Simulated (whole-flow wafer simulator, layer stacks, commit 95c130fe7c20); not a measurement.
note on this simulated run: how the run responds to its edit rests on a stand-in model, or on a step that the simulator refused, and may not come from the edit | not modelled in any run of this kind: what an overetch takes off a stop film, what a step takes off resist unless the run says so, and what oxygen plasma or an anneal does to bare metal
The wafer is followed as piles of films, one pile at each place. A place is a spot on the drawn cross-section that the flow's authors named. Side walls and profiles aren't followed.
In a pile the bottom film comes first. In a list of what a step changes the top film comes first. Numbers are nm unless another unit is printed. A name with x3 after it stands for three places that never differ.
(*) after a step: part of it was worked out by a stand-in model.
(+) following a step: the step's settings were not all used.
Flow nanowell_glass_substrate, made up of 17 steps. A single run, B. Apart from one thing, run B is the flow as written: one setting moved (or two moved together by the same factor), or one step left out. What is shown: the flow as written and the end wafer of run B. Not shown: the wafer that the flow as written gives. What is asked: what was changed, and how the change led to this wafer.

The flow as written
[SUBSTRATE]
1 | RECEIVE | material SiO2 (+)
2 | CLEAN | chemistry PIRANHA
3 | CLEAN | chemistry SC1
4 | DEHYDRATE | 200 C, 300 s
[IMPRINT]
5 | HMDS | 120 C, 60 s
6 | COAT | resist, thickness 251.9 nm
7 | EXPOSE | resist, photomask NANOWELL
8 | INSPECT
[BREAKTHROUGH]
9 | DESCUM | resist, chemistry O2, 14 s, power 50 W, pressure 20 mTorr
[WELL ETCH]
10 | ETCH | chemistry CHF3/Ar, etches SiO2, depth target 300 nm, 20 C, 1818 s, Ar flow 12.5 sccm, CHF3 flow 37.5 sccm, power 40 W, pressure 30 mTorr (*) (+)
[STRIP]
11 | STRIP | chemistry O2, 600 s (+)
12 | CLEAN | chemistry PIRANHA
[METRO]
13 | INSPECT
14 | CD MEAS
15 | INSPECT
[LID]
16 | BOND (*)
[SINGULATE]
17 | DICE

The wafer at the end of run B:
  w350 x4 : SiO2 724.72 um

What caused this: step 6, COAT: thickness 289.7 nm was run, though the flow has thickness 251.9 nm.

How this came from the change, step by step:
  6 | COAT | resist, thickness 251.9 nm
      land, w350 x4: +289.7 resist (new film) (it would be, as written: +251.9 resist (new film))
  7 | EXPOSE | resist, photomask NANOWELL
      land: +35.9 resist (it would be, as written: +39.3 resist)
  9 | DESCUM | resist, chemistry O2, 14 s, power 50 W, pressure 20 mTorr
      w350 x4: -34.9 resist (it would be, as written: -18.2 resist (all of it))
  10 | ETCH | chemistry CHF3/Ar, etches SiO2, depth target 300 nm, 20 C, 1818 s, Ar flow 12.5 sccm, CHF3 flow 37.5 sccm, power 40 W, pressure 30 mTorr (*) (+)
      w350 x4: -17.7 resist (all of it), -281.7 SiO2 (it would be, as written: -300 SiO2)
  11 | STRIP | chemistry O2, 600 s (+)
      land: -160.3 resist (all of it) (it would be, as written: -125.9 resist (all of it))
